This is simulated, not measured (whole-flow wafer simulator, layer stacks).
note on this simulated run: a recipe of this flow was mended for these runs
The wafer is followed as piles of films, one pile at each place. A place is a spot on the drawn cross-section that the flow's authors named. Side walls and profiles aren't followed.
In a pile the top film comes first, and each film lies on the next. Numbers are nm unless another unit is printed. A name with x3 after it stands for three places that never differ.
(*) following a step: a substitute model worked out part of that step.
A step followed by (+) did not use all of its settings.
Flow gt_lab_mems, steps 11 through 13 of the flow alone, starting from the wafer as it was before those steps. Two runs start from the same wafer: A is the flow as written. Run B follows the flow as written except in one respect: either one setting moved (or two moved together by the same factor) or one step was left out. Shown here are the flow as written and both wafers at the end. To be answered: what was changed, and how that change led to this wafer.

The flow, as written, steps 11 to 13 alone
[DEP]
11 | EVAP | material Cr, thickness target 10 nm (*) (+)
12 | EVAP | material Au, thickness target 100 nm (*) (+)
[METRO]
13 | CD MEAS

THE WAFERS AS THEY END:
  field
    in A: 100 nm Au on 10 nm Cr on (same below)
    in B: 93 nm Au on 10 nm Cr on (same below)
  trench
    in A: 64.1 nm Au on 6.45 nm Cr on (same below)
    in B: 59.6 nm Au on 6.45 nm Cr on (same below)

Cause: step 12, EVAP: thickness target 93 nm was run, whereas the flow has thickness target 100 nm.
The wafer lets one read it off: field has Au 93, and step 12 as written asks for 100 nm.

How this came from the change, step by step:
  12 | EVAP | material Au, thickness target 100 nm (*) (+)
      field: A Au gains 100 (new film) | B Au gains 93 (new film)
      trench: A Au gains 64.1 (new film) | B Au gains 59.6 (new film)
